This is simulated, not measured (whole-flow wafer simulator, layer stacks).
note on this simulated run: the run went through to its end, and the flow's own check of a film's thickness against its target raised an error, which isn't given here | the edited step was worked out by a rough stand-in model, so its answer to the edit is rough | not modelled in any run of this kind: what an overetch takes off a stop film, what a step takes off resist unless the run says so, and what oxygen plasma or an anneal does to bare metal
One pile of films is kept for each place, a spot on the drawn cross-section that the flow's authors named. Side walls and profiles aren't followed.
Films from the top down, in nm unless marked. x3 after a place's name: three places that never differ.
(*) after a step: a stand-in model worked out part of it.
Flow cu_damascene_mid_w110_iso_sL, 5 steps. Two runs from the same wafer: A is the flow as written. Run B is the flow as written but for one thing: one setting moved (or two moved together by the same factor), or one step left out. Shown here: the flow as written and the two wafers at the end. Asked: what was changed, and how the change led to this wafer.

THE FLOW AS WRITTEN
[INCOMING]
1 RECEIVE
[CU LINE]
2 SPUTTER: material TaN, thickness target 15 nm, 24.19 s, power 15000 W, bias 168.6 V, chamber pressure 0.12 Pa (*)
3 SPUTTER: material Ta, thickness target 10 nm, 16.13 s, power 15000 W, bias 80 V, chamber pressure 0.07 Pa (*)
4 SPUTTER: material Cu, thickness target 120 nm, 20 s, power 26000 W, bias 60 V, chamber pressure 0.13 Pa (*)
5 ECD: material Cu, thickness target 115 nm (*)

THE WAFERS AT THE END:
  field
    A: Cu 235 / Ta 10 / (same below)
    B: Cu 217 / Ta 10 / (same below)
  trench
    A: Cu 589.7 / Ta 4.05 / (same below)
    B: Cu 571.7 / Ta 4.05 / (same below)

The cause: step 4, SPUTTER: thickness target 102 nm was run, where the flow has thickness target 120 nm; step 4, SPUTTER: 17 s was run, where the flow has 20 s.

How the change led to this, step by step:
  4 SPUTTER: material Cu, thickness target 120 nm, 20 s, power 26000 W, bias 60 V, chamber pressure 0.13 Pa (*)
      field: A Cu +120 (new film) | B Cu +102 (new film)
      trench: A Cu +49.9 (new film) | B Cu +42.4 (new film)
